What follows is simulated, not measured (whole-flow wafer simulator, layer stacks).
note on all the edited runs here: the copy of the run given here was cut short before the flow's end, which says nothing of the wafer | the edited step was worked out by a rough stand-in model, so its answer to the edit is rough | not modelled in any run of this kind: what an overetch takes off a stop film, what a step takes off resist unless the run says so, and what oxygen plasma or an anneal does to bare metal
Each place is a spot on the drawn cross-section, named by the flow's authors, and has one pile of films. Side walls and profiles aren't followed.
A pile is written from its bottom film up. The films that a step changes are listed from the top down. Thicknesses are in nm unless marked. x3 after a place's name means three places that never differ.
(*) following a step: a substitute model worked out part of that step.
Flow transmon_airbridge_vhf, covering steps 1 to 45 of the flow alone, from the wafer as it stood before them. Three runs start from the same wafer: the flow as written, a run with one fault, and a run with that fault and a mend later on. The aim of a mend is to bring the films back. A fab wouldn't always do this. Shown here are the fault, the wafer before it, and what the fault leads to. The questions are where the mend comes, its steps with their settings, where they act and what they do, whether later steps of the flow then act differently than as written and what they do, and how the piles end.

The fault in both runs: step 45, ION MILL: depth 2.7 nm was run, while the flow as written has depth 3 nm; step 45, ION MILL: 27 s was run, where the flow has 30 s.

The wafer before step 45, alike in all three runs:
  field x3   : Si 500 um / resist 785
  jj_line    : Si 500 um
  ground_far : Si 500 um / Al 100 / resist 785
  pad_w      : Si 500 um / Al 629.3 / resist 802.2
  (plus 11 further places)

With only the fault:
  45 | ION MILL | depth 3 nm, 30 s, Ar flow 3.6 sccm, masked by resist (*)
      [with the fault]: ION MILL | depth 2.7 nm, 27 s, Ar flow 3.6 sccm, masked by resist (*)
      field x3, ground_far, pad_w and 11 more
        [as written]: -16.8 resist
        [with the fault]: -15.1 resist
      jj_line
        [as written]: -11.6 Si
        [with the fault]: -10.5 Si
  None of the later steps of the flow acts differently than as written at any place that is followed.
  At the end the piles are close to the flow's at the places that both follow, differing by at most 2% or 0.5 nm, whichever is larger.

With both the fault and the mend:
  The mend stands after step 45.
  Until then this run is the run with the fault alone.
  45a | ION MILL | depth 0.3 nm, 3 s, Ar flow 3.6 sccm, masked by resist (*) (a further turn of the flow's step 45, with different settings)
      field x3, ground_far, pad_w and 11 more
        -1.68 resist
      jj_line
        -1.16 Si
  None of the later steps of the flow acts differently than as written at any place that is followed.
  By the end, the piles equal the flow's at every place that both follow.
